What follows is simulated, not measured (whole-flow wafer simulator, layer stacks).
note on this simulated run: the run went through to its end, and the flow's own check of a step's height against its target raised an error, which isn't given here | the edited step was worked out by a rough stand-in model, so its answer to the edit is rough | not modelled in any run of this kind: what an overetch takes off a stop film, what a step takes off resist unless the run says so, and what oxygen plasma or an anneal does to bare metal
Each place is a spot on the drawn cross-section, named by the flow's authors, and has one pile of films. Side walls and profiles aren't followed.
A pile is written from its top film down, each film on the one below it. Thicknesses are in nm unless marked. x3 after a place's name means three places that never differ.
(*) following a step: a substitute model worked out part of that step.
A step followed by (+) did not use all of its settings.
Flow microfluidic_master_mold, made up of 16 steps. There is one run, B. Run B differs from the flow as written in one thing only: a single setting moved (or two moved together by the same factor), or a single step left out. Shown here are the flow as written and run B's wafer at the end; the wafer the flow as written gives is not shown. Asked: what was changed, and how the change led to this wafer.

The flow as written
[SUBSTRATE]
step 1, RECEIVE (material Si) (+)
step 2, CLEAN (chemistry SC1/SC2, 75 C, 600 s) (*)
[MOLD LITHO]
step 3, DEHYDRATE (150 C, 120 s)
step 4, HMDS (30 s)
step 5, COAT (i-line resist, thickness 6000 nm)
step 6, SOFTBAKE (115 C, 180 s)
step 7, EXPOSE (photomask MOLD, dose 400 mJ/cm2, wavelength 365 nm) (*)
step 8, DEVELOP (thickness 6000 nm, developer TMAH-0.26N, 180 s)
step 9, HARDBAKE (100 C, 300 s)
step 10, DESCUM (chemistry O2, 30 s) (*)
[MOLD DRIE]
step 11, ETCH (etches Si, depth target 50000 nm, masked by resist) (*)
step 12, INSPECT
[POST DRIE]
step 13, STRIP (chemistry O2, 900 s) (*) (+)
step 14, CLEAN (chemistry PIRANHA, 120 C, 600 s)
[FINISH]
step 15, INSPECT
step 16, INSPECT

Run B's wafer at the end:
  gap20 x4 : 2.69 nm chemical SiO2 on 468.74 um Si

The reason: step 11, ETCH: depth target 56250 nm was run, though the flow has depth target 50000 nm.

The path from the change to this, step by step:
  step 11, ETCH (etches Si, depth target 50000 nm, masked by resist) (*)
      gap20 x4: -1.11 chemical SiO2 (all of it), -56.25 um Si (as written it would have been: -1.11 chemical SiO2 (all of it), -50 um Si)
      ridge: -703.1 i-line resist (as written it would have been: -625 i-line resist)
